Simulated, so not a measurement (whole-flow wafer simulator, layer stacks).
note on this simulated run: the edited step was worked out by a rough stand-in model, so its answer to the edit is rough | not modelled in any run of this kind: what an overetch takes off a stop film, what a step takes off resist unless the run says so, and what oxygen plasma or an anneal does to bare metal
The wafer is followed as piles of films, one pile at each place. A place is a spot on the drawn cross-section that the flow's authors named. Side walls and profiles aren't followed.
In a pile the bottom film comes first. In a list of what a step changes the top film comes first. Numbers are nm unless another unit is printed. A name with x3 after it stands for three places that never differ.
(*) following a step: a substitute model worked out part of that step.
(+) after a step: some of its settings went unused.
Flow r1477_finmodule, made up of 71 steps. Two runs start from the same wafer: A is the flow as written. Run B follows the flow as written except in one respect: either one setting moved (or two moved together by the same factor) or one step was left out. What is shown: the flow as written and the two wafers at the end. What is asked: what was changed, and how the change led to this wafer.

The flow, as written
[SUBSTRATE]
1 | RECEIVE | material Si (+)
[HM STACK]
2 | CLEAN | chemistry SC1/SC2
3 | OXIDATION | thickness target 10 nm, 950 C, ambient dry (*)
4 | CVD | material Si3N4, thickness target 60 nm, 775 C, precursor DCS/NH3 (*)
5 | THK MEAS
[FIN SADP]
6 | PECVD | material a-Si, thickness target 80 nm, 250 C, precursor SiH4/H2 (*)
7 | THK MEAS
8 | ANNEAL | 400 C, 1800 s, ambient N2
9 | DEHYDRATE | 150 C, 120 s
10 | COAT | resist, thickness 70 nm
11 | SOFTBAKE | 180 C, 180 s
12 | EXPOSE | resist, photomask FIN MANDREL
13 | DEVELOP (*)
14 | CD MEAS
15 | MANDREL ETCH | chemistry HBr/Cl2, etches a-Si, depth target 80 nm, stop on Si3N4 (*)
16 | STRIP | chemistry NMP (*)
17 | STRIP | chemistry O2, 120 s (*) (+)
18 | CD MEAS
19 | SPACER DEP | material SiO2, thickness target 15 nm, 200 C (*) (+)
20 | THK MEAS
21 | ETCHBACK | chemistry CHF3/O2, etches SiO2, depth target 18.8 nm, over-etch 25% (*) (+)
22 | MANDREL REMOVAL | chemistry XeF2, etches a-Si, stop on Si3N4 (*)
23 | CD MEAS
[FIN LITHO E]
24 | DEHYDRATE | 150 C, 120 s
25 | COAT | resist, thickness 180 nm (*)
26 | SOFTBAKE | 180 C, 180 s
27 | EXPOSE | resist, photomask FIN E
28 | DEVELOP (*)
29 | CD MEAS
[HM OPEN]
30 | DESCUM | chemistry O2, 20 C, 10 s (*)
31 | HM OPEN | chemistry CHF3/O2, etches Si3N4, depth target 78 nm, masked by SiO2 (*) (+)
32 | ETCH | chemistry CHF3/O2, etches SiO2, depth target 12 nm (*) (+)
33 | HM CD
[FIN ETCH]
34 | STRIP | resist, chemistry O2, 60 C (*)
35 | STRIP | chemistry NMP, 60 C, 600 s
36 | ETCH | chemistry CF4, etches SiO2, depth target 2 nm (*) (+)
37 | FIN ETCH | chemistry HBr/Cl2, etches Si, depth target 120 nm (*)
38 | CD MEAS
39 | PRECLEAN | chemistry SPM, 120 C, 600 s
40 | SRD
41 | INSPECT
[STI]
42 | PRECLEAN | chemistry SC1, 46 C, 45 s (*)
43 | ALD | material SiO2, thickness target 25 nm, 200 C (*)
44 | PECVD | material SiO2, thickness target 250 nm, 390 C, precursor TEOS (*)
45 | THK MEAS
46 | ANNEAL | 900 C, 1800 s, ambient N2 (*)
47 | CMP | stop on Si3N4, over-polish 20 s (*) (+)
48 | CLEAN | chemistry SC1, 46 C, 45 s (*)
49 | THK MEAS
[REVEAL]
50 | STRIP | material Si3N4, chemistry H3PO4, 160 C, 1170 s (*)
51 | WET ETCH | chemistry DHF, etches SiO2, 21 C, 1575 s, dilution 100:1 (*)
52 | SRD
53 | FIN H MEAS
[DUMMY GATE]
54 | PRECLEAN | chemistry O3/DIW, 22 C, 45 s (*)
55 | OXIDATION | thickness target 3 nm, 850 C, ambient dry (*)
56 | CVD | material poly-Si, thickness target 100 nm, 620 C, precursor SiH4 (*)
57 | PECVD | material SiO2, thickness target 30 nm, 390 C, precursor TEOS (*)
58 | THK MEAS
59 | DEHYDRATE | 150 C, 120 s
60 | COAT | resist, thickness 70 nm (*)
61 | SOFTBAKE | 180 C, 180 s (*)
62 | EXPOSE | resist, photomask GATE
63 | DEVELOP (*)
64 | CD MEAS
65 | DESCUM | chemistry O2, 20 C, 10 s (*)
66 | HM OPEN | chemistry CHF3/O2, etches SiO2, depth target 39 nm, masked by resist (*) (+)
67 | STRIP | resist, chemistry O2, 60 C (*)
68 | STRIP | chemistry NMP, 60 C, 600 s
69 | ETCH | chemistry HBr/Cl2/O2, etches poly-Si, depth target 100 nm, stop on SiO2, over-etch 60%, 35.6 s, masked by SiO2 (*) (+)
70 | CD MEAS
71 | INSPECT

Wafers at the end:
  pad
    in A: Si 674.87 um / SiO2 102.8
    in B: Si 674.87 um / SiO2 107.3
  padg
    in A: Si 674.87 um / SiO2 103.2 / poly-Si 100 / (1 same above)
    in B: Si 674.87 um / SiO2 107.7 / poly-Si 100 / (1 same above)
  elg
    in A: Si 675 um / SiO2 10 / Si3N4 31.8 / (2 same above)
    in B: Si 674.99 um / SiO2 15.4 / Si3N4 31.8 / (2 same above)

Cause: step 3, OXIDATION: thickness target 15.4 nm was run, whereas the flow has thickness target 10 nm.
The wafer lets one read it off: elg has SiO2 15.4, and step 3 as written asks for 10 nm.

The path from the change to this, step by step:
  3 | OXIDATION | thickness target 10 nm, 950 C, ambient dry (*)
      pad, padg, elg and 33 more: A +10 SiO2 (new film), -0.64 chemical SiO2 (all of it), -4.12 Si | B +15.4 SiO2 (new film), -0.64 chemical SiO2 (all of it), -6.49 Si
  31 | HM OPEN | chemistry CHF3/O2, etches Si3N4, depth target 78 nm, masked by SiO2 (*) (+)
      pad, padg, esg and 13 more: A -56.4 Si3N4 (all of it), -10 SiO2 (all of it) | B -56.4 Si3N4 (all of it), -10.8 SiO2
  32 | ETCH | chemistry CHF3/O2, etches SiO2, depth target 12 nm (*) (+)
      pad, padg, e40sg and 11 more: A -2.4 Si | B -4.59 SiO2 (all of it), -1.48 Si
      esg, eso: A -1.77 Si | B -4.59 SiO2 (all of it), -1.48 Si
      (also at 6 further places)
  43 | ALD | material SiO2, thickness target 25 nm, 200 C (*)
      esg: A +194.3 SiO2 (new film) | B +199.4 SiO2 (new film)
  47 | CMP | stop on Si3N4, over-polish 20 s (*) (+)
      pad, padg, e40sg and 11 more: A -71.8 SiO2 | B -67.3 SiO2
      eso: A -72.4 SiO2 | B -67.3 SiO2
  51 | WET ETCH | chemistry DHF, etches SiO2, 21 C, 1575 s, dilution 100:1 (*)
      s40sg_line, s45sg_line, s50sg_line, s40so_line, s45so_line, s50so_line: A -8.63 SiO2 (all of it) | B -14 SiO2 (all of it)
  56 | CVD | material poly-Si, thickness target 100 nm, 620 C, precursor SiH4 (*)
      s40cg, s40co: A +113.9 poly-Si (new film) | B +108.5 poly-Si (new film)
      s45cg, s45co: A +113.4 poly-Si (new film) | B +108 poly-Si (new film)
      (also at 2 further places)
  60 | COAT | resist, thickness 70 nm (*)
      s40sg, s40so: A +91 resist (new film) | B +85.9 resist (new film)
      s45sg, s45so: A +91 resist (new film) | B +85.8 resist (new film)
      (also at 2 further places)
  63 | DEVELOP (*)
      s40so: A -91 resist (all of it) | B -85.9 resist (all of it)
      s45so: A -91 resist (all of it) | B -85.8 resist (all of it)
      (also at 1 further place)
  67 | STRIP | resist, chemistry O2, 60 C (*)
      s40sg: A -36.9 resist (all of it) | B -31.8 resist (all of it)
      s45sg: A -36.9 resist (all of it) | B -31.7 resist (all of it)
      (also at 1 further place)
  69 | ETCH | chemistry HBr/Cl2/O2, etches poly-Si, depth target 100 nm, stop on SiO2, over-etch 60%, 35.6 s, masked by SiO2 (*) (+)
      s40co: A -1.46 chemical SiO2 (all of it), -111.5 poly-Si (all of it), -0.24 SiO2 | B -1.46 chemical SiO2 (all of it), -106.1 poly-Si (all of it), -0.27 SiO2
      s45co: A -1.46 chemical SiO2 (all of it), -110.9 poly-Si (all of it), -0.25 SiO2 | B -1.46 chemical SiO2 (all of it), -105.5 poly-Si (all of it), -0.27 SiO2
      (also at 1 further place)
